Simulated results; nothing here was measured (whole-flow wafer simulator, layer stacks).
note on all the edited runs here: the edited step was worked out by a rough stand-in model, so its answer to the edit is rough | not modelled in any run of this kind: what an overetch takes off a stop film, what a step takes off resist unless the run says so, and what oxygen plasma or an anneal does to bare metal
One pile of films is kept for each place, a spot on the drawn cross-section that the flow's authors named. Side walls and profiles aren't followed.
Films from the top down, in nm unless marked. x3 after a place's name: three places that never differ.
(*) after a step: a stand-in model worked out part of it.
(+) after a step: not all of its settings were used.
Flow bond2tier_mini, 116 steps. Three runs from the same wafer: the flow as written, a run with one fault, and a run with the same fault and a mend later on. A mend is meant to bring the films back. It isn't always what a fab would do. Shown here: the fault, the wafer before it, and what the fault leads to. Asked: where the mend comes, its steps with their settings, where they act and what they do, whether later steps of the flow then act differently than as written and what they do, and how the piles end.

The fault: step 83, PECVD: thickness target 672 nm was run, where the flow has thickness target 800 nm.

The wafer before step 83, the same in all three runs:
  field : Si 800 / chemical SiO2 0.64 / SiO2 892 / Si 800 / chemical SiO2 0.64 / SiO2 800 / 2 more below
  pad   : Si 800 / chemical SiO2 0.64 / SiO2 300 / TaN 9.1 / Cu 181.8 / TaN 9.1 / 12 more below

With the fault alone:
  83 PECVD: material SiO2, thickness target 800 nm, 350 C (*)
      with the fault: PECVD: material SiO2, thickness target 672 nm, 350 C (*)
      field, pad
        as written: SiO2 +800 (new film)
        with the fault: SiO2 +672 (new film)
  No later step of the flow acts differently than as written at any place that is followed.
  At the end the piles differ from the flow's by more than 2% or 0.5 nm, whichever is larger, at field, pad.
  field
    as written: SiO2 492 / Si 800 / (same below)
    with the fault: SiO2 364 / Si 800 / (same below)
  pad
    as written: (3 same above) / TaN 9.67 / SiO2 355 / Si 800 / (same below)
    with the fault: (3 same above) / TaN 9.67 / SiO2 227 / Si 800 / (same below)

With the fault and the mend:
  The mend comes after step 88.
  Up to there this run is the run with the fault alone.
  88a STRIP: chemistry O2, over-ash 100% (+)
      field
        KrF resist -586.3 (all of it)
  88b PECVD: material SiO2, thickness target 128 nm, 350 C (the flow's step 83 once more, with other settings)
      field, pad
        SiO2 +128
  88c COAT: KrF resist, thickness 600 nm (the flow's step 84 once more)
      field, pad
        KrF resist +600 (new film)
  88d SOFTBAKE: KrF resist (the flow's step 85 once more)
      changes no film at any place that is followed
  88e EXPOSE: photomask T3TRIM, NA 0.6 (the flow's step 86 once more)
      changes no film at any place that is followed
  88f PEB: KrF resist (the flow's step 87 once more)
      changes no film at any place that is followed
  88g DEVELOP: developer TMAH-0.26N, 60 s (the flow's step 88 once more)
      field
        KrF resist -13.7
      pad
        KrF resist -600 (all of it)
  No later step of the flow acts differently than as written at any place that is followed.
  At the end the piles are the same as the flow's at every place that both follow.
